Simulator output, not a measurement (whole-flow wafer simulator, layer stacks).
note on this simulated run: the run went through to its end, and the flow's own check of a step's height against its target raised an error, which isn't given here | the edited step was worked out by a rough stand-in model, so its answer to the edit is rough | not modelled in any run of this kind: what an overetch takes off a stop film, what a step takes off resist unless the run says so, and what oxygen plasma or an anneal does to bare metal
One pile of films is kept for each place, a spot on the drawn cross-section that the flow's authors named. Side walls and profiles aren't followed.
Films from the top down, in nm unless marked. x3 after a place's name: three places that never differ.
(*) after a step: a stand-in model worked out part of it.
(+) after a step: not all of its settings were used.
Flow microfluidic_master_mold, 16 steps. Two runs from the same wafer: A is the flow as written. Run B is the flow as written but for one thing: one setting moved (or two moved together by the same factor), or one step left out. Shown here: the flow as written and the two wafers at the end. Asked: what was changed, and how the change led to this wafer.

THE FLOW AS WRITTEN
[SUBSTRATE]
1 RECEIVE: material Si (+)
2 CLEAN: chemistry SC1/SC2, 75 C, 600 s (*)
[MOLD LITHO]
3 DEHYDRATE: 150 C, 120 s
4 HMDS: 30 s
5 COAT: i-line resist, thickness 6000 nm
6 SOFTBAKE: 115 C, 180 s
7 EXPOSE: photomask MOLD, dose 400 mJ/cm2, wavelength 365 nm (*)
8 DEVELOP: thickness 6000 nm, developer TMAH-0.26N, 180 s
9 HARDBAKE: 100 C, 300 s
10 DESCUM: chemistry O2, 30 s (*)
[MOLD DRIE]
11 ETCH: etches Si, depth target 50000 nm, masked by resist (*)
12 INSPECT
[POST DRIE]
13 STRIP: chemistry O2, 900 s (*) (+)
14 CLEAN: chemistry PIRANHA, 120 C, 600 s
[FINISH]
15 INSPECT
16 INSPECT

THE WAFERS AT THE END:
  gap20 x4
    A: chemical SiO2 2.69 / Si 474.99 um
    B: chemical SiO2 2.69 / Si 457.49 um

The cause: step 11, ETCH: depth target 67500 nm was run, where the flow has depth target 50000 nm.

How the change led to this, step by step:
  11 ETCH: etches Si, depth target 50000 nm, masked by resist (*)
      gap20 x4: A chemical SiO2 -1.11 (all of it), Si -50 um | B chemical SiO2 -1.11 (all of it), Si -67.5 um
      ridge: A i-line resist -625 | B i-line resist -843.8
  13 STRIP: chemistry O2, 900 s (*) (+)
      ridge: A i-line resist -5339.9 (all of it), chemical SiO2 +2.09, Si -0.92 | B i-line resist -5121.2 (all of it), chemical SiO2 +2.09, Si -0.92
